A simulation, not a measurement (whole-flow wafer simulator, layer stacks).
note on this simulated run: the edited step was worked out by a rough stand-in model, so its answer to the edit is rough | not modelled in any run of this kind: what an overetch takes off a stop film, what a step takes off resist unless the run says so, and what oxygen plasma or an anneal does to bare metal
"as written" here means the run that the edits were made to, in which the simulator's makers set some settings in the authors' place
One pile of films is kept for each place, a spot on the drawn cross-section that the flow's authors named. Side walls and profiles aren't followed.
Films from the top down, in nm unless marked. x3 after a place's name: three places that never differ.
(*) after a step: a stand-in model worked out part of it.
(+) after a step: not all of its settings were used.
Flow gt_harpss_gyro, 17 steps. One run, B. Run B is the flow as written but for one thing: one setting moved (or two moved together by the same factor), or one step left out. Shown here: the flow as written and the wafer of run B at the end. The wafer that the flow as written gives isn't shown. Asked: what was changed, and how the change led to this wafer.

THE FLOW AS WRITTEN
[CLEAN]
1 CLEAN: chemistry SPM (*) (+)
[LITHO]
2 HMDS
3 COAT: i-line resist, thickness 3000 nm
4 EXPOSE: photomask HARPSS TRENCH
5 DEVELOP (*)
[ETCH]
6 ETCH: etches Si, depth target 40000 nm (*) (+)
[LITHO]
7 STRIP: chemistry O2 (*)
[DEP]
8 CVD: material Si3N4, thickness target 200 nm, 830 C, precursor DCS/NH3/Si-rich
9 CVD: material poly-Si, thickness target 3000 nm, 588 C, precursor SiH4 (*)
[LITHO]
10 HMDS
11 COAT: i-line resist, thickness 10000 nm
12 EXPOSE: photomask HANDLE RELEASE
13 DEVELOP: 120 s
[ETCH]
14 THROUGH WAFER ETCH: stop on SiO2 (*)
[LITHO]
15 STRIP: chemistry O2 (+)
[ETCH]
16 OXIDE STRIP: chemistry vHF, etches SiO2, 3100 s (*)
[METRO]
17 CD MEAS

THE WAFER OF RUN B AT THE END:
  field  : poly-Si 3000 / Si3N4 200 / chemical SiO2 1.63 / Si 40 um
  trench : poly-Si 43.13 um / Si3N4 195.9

The cause: step 6, ETCH: depth target 59000 nm was run, where the flow has depth target 40000 nm.

How the change led to this, step by step:
  6 ETCH: etches Si, depth target 40000 nm (*) (+)
      trench: chemical SiO2 -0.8 (all of it), Si -40 um (all of it), SiO2 -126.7 (as written it would be: chemical SiO2 -0.8 (all of it), Si -40 um (all of it))
      field: i-line resist -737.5 (as written it would be: i-line resist -500)
  7 STRIP: chemistry O2 (*)
      field: i-line resist -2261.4 (all of it), chemical SiO2 +0.83, Si -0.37 (as written it would be: i-line resist -2498.9 (all of it), chemical SiO2 +0.87, Si -0.38)
  9 CVD: material poly-Si, thickness target 3000 nm, 588 C, precursor SiH4 (*)
      trench: poly-Si +43.13 um (new film) (as written it would be: poly-Si +43.01 um (new film))
  16 OXIDE STRIP: chemistry vHF, etches SiO2, 3100 s (*)
      trench: under 2 films: SiO2 -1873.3 (all of it) (as written it would be: under 2 films: SiO2 -2000 (all of it))
